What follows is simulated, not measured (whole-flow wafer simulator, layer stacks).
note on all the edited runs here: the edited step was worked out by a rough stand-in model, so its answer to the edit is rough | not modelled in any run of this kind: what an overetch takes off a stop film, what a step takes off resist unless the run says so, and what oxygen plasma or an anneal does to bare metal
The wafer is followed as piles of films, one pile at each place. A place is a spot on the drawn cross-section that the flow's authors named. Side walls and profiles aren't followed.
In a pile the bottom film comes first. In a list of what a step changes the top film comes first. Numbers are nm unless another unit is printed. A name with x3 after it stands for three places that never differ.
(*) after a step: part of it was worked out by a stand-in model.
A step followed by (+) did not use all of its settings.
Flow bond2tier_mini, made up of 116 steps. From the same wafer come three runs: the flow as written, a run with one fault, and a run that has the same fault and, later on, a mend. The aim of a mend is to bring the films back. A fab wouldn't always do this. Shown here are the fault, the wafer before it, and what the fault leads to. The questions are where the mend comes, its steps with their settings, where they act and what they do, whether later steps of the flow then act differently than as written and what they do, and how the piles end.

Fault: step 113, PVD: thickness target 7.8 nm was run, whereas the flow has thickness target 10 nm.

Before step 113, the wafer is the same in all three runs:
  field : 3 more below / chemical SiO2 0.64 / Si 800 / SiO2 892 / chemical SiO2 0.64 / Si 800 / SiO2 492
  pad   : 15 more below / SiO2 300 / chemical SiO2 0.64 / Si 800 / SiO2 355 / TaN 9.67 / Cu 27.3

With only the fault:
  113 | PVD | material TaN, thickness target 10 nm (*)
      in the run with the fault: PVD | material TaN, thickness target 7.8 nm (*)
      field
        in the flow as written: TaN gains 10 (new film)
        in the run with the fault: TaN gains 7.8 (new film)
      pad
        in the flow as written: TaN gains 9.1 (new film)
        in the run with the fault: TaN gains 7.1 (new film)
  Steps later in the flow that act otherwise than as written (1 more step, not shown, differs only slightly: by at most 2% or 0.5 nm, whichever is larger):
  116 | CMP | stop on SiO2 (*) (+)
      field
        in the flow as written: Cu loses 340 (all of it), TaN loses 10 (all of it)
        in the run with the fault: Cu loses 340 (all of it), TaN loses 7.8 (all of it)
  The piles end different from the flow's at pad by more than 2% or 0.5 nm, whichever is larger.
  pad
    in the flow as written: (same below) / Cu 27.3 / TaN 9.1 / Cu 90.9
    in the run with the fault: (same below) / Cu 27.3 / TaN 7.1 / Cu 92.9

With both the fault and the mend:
  After step 113 comes the mend.
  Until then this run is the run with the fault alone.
  113a | PVD | material TaN, thickness target 2.2 nm (*) (the flow's step 113 again, with other settings)
      field
        TaN gains 2.2
      pad
        TaN gains 2
  Later steps of the flow that are run all act as written at every place that is followed.
  At every place that both follow, the piles at the end match the flow's.
